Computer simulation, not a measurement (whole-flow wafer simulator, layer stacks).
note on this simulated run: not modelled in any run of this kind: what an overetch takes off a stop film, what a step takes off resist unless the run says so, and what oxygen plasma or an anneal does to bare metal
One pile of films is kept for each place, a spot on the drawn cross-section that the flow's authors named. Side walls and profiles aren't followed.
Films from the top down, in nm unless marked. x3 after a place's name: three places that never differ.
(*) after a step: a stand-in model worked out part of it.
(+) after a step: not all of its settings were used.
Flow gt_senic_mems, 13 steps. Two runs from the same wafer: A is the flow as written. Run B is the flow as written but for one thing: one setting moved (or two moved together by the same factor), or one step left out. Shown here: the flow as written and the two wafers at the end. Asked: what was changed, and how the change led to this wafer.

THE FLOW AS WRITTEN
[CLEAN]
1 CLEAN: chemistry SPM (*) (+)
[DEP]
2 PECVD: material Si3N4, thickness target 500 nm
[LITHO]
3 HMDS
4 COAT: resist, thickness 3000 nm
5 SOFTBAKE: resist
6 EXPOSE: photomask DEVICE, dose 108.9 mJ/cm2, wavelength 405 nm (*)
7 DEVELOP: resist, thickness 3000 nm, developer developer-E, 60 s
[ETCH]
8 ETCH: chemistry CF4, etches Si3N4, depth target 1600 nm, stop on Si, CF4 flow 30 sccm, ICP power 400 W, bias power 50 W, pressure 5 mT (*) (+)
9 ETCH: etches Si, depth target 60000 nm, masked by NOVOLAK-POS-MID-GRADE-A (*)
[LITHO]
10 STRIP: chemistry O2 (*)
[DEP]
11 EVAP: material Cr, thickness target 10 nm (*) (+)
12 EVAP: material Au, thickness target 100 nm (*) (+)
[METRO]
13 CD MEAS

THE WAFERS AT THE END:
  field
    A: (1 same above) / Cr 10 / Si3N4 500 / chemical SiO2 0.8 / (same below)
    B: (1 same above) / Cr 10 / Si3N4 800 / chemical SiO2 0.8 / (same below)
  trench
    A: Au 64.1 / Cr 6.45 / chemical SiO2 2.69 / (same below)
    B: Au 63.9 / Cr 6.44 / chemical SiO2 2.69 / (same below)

The cause: step 2, PECVD: thickness target 800 nm was run, where the flow has thickness target 500 nm.
It can be read off the wafer: field has Si3N4 800, and step 2 as written asks for 500 nm.

How the change led to this, step by step:
  2 PECVD: material Si3N4, thickness target 500 nm
      field, trench: A Si3N4 +500 (new film) | B Si3N4 +800 (new film)
  8 ETCH: chemistry CF4, etches Si3N4, depth target 1600 nm, stop on Si, CF4 flow 30 sccm, ICP power 400 W, bias power 50 W, pressure 5 mT (*) (+)
      field: A resist -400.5 | B resist -600.5
      trench: A Si3N4 -500 (all of it), chemical SiO2 -0.8 (all of it) | B Si3N4 -800 (all of it), chemical SiO2 -0.8 (all of it)
  10 STRIP: chemistry O2 (*)
      field: A resist -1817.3 (all of it) | B resist -1617.3 (all of it)
